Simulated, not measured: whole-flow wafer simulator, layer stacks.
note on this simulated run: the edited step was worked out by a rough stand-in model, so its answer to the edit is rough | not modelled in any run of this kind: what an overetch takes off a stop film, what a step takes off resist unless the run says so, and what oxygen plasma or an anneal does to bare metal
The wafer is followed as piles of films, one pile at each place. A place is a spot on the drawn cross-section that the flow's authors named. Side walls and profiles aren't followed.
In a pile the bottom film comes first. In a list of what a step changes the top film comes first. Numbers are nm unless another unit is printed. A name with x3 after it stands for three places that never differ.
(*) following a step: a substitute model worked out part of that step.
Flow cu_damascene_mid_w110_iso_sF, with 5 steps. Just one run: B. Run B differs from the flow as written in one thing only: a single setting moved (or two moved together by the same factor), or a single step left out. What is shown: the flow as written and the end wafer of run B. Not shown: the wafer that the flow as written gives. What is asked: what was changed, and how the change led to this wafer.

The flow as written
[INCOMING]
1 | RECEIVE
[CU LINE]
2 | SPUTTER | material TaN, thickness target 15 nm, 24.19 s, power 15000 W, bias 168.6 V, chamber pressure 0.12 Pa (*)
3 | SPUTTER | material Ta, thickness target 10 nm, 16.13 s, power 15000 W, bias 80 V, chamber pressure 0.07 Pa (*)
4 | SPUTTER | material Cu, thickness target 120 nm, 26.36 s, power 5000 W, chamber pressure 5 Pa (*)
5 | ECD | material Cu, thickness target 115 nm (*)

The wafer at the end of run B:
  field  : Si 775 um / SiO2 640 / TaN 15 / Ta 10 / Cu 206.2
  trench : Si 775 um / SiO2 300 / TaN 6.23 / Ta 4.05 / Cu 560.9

Cause: step 5, ECD: thickness target 86.2 nm was run, while the flow as written has thickness target 115 nm.

How this came from the change, step by step:
  5 | ECD | material Cu, thickness target 115 nm (*)
      field: Cu gains 86.2 (in the flow as written it would be: Cu gains 115)
      trench: Cu gains 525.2 (in the flow as written it would be: Cu gains 554)
